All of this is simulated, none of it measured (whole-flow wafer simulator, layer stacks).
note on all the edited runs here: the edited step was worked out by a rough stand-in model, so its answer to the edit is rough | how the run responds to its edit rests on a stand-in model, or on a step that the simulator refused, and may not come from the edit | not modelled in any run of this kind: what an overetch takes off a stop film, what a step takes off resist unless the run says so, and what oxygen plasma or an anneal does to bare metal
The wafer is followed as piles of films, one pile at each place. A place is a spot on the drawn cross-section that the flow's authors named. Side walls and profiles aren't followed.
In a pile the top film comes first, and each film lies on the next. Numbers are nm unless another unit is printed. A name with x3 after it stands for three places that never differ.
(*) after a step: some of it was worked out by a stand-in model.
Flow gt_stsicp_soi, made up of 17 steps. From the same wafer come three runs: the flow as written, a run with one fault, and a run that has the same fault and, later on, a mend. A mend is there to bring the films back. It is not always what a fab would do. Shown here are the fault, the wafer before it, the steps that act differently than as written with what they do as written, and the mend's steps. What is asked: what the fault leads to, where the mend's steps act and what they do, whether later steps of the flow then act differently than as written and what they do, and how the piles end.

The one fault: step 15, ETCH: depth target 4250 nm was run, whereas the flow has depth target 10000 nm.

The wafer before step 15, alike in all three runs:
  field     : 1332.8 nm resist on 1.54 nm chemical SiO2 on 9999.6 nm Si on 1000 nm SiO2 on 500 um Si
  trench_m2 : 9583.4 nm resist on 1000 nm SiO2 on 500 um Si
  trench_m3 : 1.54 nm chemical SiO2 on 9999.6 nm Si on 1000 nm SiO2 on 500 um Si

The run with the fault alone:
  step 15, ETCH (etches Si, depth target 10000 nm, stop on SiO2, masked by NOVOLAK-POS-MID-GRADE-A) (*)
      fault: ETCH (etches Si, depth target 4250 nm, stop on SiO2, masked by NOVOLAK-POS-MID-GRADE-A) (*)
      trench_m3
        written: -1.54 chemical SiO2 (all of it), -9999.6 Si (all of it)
        fault: -1.54 chemical SiO2 (all of it), -4250 Si
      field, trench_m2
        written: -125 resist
        fault: -53.1 resist
  Later steps of the flow acting differently than as written:
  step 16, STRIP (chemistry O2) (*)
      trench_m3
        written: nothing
        fault: +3 chemical SiO2 (new film), -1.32 Si
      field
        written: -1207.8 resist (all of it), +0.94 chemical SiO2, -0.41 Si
        fault: -1279.6 resist (all of it), +0.95 chemical SiO2, -0.42 Si
  At trench_m3, the piles at the end differ from the flow's by more than 2% or 0.5 nm, whichever is larger.
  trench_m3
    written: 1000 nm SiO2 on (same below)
    fault: 3 nm chemical SiO2 on 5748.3 nm Si on 1000 nm SiO2 on (same below)

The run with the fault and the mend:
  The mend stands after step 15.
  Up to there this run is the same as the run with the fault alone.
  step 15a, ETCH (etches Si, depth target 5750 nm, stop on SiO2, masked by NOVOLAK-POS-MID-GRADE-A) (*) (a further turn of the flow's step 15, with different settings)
      field, trench_m2
        -71.9 resist
      trench_m3
        -5749.6 Si (all of it)
  None of the later steps of the flow acts differently than as written at any place that is followed.
  At every place that both follow, the piles at the end match the flow's.
